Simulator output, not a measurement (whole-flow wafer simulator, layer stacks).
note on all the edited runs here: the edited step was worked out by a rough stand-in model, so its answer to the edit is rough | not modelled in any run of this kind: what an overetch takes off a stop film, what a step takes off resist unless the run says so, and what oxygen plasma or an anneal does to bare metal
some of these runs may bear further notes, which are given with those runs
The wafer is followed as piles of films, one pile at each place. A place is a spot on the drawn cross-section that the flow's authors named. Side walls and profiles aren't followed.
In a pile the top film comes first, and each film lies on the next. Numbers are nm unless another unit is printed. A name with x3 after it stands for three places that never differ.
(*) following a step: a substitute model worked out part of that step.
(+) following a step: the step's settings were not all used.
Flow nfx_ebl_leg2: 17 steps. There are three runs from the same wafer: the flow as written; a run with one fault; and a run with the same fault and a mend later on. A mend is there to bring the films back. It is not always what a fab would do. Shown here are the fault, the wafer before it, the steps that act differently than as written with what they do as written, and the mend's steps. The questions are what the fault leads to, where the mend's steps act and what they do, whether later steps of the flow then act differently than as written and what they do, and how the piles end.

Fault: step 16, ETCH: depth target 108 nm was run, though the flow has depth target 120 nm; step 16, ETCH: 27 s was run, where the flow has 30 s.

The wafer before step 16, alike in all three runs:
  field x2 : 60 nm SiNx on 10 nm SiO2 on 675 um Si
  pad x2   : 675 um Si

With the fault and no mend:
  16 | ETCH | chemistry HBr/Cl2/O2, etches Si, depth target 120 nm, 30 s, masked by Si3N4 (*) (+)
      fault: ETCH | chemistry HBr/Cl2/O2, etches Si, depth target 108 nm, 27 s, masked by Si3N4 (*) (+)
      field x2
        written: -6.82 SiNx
        fault: -6.14 SiNx
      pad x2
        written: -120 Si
        fault: -108 Si
  Later steps of the flow that are run all act as written at every place that is followed.
  When the end is reached, the piles differ only a little from the flow's at the places that both follow, at most by 2% or 0.5 nm, whichever is larger.

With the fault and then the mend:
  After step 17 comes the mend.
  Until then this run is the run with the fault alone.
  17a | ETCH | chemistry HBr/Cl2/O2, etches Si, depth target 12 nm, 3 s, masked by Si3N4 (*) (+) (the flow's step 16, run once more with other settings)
      field x2
        -0.68 SiNx
      pad x2
        -12 Si
  Later steps of the flow that are run all act as written at every place that is followed.
  The piles end the same as the flow's at every place that both follow.
